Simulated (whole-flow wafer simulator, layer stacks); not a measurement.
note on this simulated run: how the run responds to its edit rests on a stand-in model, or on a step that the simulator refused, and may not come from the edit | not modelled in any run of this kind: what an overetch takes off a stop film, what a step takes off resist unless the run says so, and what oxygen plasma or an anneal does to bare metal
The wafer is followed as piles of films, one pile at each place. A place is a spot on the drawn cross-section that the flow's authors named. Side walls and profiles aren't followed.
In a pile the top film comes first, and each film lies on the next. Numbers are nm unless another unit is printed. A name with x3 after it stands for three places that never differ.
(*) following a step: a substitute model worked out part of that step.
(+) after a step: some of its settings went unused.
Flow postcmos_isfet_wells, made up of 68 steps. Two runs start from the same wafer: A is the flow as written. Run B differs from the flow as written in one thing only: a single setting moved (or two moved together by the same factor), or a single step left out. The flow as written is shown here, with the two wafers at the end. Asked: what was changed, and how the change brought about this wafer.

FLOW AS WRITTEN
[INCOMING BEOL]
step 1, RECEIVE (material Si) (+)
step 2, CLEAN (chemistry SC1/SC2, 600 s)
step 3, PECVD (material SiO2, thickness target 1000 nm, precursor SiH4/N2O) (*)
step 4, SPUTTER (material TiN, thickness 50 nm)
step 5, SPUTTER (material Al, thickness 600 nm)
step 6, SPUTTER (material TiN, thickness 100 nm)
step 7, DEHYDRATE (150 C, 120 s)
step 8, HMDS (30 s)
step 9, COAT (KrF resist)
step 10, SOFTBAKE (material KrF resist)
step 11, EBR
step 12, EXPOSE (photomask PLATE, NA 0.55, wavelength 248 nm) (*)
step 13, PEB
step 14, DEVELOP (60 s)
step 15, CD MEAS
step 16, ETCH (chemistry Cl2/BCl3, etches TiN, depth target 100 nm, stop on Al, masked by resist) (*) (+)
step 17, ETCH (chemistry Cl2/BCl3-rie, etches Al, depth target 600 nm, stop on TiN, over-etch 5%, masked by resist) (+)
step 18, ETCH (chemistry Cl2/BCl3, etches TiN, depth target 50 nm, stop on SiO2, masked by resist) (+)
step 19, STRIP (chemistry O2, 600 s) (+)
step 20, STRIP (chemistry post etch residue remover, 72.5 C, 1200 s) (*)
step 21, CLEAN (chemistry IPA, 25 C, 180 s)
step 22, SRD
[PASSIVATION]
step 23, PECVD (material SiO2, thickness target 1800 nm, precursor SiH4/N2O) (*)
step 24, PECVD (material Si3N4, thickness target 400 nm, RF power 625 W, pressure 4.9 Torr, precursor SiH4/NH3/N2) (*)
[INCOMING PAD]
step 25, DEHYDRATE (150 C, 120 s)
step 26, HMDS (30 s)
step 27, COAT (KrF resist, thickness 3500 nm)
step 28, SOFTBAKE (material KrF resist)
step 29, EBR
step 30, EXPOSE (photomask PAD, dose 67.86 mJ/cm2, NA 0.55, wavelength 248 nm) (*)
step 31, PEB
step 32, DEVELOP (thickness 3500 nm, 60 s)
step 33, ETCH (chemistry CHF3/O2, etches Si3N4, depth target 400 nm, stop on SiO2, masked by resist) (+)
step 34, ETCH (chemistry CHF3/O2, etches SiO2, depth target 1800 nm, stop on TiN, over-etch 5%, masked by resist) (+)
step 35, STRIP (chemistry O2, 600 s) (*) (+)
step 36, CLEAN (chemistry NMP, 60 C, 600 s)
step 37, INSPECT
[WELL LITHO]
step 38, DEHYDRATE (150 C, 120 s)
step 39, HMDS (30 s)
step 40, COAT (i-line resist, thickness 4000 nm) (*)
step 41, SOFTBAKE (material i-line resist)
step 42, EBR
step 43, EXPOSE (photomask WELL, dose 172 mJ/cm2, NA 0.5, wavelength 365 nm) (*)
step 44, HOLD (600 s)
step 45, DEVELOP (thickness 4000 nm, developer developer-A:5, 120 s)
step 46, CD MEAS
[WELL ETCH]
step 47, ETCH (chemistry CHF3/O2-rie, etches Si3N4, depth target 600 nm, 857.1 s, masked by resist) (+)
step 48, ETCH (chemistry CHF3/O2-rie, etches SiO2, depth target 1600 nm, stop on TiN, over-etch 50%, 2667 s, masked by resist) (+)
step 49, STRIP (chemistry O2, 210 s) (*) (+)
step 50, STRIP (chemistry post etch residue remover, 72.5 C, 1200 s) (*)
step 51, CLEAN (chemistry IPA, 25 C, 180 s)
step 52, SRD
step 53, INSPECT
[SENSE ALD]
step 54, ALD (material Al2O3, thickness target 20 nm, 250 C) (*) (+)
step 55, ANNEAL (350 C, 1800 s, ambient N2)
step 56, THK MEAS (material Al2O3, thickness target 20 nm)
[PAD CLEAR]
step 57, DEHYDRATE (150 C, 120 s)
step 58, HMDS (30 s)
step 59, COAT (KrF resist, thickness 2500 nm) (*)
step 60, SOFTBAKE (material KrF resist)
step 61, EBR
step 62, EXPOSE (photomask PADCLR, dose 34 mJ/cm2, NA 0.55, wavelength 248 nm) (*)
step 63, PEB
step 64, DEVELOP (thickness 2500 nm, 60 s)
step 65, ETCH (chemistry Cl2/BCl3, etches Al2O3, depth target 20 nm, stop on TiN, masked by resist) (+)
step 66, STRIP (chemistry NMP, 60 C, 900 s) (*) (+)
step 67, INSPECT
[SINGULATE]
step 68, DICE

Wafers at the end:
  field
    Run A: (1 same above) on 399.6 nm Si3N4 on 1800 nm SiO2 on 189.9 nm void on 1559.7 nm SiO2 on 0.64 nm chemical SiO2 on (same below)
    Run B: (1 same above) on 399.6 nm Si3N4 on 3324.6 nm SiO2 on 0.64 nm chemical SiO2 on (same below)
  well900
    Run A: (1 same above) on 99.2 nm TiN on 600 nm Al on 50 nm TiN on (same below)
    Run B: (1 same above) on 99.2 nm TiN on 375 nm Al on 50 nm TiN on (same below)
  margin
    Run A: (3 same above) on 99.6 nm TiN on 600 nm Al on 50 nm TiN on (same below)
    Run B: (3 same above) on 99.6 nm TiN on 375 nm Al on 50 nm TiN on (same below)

The reason: step 5, SPUTTER: thickness 375 nm was run, whereas the flow has thickness 600 nm.
One can read it off the wafer: well900 has Al 375, and step 5 as written asks for 600 nm.

The path from the change to this, step by step:
  step 5, SPUTTER (material Al, thickness 600 nm)
      field, margin, well900, well1300 x3, pad_rim, pad_clr, pad_open: A +600 Al (new film) | B +375 Al (new film)
  step 17, ETCH (chemistry Cl2/BCl3-rie, etches Al, depth target 600 nm, stop on TiN, over-etch 5%, masked by resist) (+)
      margin, well900, well1300 x3, pad_rim, pad_clr, pad_open: A -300 KrF resist | B -196.9 KrF resist
      field: A -600 Al (all of it) | B -375 Al (all of it)
  step 19, STRIP (chemistry O2, 600 s) (+)
      margin, well900, well1300 x3, pad_rim, pad_clr, pad_open: A -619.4 KrF resist (all of it) | B -722.5 KrF resist (all of it)
  step 23, PECVD (material SiO2, thickness target 1800 nm, precursor SiH4/N2O) (*)
      field: A +1800 SiO2 (new film), +189.9 void (new film), +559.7 SiO2 | B +2324.6 SiO2
